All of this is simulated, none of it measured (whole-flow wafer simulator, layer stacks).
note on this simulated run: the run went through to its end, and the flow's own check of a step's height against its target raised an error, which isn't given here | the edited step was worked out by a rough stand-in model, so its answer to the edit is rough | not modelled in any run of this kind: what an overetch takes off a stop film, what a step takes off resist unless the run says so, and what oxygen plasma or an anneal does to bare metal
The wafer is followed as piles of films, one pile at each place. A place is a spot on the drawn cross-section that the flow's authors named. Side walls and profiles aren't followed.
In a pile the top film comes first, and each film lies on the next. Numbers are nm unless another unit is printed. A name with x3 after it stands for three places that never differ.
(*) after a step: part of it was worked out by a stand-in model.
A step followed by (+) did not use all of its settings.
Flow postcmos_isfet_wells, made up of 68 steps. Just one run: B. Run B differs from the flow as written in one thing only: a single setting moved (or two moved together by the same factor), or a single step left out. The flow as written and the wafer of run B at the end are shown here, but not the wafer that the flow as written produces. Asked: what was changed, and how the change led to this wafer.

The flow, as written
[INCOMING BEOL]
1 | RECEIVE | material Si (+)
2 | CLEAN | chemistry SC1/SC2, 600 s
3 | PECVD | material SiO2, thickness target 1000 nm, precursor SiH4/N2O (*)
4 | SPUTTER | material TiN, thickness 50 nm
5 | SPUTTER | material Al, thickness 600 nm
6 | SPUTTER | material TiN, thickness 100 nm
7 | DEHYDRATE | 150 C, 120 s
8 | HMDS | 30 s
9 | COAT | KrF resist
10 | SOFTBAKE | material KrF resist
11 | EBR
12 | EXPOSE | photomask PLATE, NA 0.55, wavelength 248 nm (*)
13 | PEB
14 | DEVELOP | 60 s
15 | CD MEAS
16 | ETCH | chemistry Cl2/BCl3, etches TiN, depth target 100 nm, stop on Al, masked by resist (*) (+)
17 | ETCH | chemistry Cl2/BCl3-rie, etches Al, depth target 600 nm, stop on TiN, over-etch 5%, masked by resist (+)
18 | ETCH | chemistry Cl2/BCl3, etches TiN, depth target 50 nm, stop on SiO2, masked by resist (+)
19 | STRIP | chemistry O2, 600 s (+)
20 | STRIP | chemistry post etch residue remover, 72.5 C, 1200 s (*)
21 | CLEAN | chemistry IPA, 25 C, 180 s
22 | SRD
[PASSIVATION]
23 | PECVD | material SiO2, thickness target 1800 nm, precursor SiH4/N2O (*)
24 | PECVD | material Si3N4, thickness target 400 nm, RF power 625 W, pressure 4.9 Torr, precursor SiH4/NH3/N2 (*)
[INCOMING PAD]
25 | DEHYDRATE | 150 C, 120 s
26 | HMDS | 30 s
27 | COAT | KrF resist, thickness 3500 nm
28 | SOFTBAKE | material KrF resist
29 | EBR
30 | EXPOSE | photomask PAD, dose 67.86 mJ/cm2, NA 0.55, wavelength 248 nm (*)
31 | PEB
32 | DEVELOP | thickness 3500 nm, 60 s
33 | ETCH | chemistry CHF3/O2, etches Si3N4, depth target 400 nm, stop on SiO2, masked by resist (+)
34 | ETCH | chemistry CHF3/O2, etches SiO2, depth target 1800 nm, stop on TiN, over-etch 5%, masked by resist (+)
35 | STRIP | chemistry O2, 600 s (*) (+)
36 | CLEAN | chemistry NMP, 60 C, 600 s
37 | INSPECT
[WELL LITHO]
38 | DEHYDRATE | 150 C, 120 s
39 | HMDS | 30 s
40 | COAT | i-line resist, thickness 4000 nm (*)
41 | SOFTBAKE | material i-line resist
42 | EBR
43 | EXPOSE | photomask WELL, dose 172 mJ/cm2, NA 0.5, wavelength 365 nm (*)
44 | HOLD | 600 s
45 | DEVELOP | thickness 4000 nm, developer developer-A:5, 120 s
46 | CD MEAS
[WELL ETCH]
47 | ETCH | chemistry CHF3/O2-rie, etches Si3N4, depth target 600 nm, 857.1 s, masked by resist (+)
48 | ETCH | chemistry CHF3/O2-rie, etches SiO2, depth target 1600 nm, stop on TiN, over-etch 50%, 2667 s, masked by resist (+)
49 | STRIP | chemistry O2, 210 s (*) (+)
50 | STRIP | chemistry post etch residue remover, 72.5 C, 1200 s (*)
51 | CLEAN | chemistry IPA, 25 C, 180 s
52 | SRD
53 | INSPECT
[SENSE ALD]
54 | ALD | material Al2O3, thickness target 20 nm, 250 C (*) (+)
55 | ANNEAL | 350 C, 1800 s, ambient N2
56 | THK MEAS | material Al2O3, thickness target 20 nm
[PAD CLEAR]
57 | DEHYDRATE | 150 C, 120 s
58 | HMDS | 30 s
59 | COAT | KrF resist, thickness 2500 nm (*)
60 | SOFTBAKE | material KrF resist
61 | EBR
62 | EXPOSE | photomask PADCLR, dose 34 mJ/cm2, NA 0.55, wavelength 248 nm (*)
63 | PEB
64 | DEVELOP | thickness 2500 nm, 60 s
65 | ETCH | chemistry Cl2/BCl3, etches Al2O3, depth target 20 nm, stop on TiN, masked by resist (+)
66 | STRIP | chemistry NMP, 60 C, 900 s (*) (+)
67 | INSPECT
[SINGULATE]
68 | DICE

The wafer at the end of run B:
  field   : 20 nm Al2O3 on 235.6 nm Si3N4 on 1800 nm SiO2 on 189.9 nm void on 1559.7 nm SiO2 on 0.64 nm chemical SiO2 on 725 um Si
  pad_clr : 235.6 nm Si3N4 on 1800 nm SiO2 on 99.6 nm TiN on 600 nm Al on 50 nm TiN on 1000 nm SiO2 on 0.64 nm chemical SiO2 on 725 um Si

Cause: step 24, PECVD: thickness target 236 nm was run, whereas the flow has thickness target 400 nm.

Step by step, how the change led to this:
  24 | PECVD | material Si3N4, thickness target 400 nm, RF power 625 W, pressure 4.9 Torr, precursor SiH4/NH3/N2 (*)
      field, margin, well900, well1300 x3, pad_rim, pad_clr, pad_open: Si3N4 gains 236 (new film) (in the flow as written it would be: Si3N4 gains 400 (new film))
  33 | ETCH | chemistry CHF3/O2, etches Si3N4, depth target 400 nm, stop on SiO2, masked by resist (+)
      field, margin, well900, well1300 x3, pad_rim, pad_clr: KrF resist loses 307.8 (in the flow as written it would be: KrF resist loses 347.8)
      pad_open: Si3N4 loses 236 (all of it) (in the flow as written it would be: Si3N4 loses 400 (all of it))
  35 | STRIP | chemistry O2, 600 s (*) (+)
      field, margin, well900, well1300 x3, pad_rim, pad_clr: KrF resist loses 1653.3 (all of it) (in the flow as written it would be: KrF resist loses 1613.3 (all of it))
  41 | SOFTBAKE | material i-line resist
      pad_clr: i-line resist loses 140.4 (in the flow as written it would be: i-line resist loses 156.7)
      pad_open: i-line resist gains 108 (in the flow as written it would be: i-line resist gains 115.3)
  47 | ETCH | chemistry CHF3/O2-rie, etches Si3N4, depth target 600 nm, 857.1 s, masked by resist (+)
      well900, well1300 x3: Si3N4 loses 236 (all of it), SiO2 loses 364 (in the flow as written it would be: Si3N4 loses 400 (all of it), SiO2 loses 200)
  48 | ETCH | chemistry CHF3/O2-rie, etches SiO2, depth target 1600 nm, stop on TiN, over-etch 50%, 2667 s, masked by resist (+)
      well900, well1300 x3: SiO2 loses 1436 (all of it) (in the flow as written it would be: SiO2 loses 1600 (all of it))
  49 | STRIP | chemistry O2, 210 s (*) (+)
      pad_clr: i-line resist loses 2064 (all of it) (in the flow as written it would be: i-line resist loses 1996.5 (all of it))
  59 | COAT | KrF resist, thickness 2500 nm (*)
      field: KrF resist gains 1527.3 (new film) (in the flow as written it would be: KrF resist gains 1449 (new film))
      margin: KrF resist gains 1527.3 (new film) (in the flow as written it would be: KrF resist gains 1448.9 (new film))
      (also at 1 further place)
  63 | PEB
      field, margin: KrF resist loses 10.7 (in the flow as written it would be: KrF resist loses 10.1)
  64 | DEVELOP | thickness 2500 nm, 60 s
      pad_clr: KrF resist loses 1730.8 (all of it) (in the flow as written it would be: KrF resist loses 1676 (all of it))
  66 | STRIP | chemistry NMP, 60 C, 900 s (*) (+)
      field, margin: KrF resist loses 1477.9 (all of it) (in the flow as written it would be: KrF resist loses 1400.1 (all of it))
